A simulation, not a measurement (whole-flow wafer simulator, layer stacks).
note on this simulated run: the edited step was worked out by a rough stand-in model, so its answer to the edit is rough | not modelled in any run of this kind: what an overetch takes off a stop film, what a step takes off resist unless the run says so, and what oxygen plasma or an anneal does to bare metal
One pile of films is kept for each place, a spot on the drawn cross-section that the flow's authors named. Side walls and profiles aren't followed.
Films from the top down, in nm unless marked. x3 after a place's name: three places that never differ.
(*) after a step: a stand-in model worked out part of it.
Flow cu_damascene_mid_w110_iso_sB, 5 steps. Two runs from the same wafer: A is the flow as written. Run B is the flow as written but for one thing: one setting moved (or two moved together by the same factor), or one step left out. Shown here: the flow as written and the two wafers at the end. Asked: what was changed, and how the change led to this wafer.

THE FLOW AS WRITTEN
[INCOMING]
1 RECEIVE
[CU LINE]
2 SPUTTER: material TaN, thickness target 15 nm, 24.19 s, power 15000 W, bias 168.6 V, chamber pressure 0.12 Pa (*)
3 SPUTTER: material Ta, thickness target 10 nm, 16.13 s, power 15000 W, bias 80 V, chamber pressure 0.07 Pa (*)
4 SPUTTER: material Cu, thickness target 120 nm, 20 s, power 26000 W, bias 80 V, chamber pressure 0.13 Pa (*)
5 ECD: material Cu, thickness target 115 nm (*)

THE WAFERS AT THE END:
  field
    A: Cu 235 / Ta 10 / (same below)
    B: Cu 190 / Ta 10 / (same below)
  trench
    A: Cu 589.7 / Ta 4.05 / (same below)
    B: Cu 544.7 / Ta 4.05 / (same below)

The cause: step 4, SPUTTER: thickness target 75 nm was run, where the flow has thickness target 120 nm; step 4, SPUTTER: 12.5 s was run, where the flow has 20 s.

How the change led to this, step by step:
  4 SPUTTER: material Cu, thickness target 120 nm, 20 s, power 26000 W, bias 80 V, chamber pressure 0.13 Pa (*)
      field: A Cu +120 (new film) | B Cu +75 (new film)
      trench: A Cu +49.9 (new film) | B Cu +31.2 (new film)
  5 ECD: material Cu, thickness target 115 nm (*)
      trench: A Cu +539.8 | B Cu +513.5
